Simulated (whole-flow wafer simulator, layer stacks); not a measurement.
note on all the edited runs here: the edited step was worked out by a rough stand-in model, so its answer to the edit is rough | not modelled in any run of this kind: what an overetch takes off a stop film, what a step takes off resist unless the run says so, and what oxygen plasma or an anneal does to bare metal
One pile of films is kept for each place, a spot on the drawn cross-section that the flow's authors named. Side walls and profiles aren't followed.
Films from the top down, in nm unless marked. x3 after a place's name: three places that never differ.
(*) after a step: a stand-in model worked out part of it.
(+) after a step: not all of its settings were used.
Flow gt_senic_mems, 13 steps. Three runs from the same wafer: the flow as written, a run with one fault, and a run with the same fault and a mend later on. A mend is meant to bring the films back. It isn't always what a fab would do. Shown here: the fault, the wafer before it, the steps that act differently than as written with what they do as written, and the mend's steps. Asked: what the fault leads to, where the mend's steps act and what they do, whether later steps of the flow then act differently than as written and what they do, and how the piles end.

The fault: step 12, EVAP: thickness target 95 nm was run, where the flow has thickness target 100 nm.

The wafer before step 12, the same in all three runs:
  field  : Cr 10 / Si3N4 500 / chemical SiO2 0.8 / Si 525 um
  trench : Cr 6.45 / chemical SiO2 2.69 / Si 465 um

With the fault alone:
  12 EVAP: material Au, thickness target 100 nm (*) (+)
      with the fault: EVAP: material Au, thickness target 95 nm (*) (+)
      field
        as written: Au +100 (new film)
        with the fault: Au +95 (new film)
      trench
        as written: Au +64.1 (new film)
        with the fault: Au +60.9 (new film)
  No later step of the flow acts differently than as written at any place that is followed.
  At the end the piles differ from the flow's by more than 2% or 0.5 nm, whichever is larger, at field, trench.
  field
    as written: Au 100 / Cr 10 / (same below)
    with the fault: Au 95 / Cr 10 / (same below)
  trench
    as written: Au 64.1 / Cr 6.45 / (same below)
    with the fault: Au 60.9 / Cr 6.45 / (same below)

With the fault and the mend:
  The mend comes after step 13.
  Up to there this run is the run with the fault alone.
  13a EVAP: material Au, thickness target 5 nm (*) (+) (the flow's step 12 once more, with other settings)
      field
        Au +5
      trench
        Au +3.23
  No later step of the flow acts differently than as written at any place that is followed.
  At the end the piles are the same as the flow's at every place that both follow.
